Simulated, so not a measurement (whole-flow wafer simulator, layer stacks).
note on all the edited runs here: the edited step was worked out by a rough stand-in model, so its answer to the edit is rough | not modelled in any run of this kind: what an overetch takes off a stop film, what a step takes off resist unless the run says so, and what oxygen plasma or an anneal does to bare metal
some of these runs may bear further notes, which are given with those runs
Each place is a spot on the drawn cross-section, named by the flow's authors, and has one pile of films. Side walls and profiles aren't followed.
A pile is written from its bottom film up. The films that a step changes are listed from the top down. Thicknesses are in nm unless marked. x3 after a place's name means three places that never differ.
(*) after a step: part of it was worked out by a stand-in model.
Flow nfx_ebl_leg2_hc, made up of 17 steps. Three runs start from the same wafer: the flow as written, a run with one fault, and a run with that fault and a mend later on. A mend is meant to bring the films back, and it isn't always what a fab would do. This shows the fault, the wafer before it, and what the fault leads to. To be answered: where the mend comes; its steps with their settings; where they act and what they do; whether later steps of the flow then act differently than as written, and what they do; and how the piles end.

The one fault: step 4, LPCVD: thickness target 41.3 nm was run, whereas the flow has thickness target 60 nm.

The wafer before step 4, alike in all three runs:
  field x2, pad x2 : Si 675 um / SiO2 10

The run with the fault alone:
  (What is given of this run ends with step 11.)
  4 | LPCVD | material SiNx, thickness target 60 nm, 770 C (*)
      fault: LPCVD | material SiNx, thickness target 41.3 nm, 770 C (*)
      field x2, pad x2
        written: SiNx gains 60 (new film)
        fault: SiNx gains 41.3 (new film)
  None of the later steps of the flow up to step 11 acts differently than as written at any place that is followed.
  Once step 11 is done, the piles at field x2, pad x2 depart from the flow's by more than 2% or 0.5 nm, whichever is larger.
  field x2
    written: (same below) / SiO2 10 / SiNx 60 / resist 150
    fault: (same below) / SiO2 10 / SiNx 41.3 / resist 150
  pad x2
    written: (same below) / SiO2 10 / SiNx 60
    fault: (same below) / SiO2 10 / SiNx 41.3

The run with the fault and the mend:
  The mend stands after step 5.
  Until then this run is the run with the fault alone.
  5a | ETCH | chemistry h3po4, depth target 47.49 nm
      field x2, pad x2
        SiNx loses 41.3 (all of it)
  5b | CLEAN | chemistry SC1/SC2 (the flow's step 2, run once more)
      leaves every film unchanged at each place that is followed
  5c | LPCVD | material SiNx, thickness target 60 nm, 770 C (*) (the flow's step 4, run once more)
      field x2, pad x2
        SiNx gains 60 (new film)
  None of the later steps of the flow acts differently than as written at any place that is followed.
  At every place that both follow, the piles at the end match the flow's.
